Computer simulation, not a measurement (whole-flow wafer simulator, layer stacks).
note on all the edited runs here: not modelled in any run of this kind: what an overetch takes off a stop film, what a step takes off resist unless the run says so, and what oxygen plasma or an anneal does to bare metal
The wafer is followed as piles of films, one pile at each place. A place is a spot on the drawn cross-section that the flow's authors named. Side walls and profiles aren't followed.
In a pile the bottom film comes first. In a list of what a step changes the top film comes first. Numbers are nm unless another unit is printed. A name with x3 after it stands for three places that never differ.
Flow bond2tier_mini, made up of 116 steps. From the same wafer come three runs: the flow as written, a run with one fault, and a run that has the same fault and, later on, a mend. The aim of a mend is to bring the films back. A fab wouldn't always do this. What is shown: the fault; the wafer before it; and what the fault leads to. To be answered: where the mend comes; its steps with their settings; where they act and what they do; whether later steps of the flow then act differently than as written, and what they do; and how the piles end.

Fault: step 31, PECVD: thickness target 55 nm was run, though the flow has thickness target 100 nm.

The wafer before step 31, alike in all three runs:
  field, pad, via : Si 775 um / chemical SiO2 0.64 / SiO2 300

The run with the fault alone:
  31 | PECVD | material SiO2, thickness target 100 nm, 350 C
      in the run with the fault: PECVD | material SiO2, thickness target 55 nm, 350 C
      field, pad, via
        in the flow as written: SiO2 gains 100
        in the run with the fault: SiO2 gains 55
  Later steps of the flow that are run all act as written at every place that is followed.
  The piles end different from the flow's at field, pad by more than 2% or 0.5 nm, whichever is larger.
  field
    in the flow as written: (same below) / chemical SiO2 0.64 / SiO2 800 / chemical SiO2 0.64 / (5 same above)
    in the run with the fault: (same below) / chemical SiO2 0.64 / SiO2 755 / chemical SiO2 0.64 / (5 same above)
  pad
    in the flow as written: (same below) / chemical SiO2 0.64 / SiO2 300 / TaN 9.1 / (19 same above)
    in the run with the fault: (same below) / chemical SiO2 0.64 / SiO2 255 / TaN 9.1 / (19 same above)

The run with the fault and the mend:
  After step 31 comes the mend.
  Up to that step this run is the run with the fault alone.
  31a | PECVD | material SiO2, thickness target 45 nm, 350 C (a further turn of the flow's step 31, with different settings)
      field, pad, via
        SiO2 gains 45
  Later steps of the flow that are run all act as written at every place that is followed.
  The piles end the same as the flow's at every place that both follow.
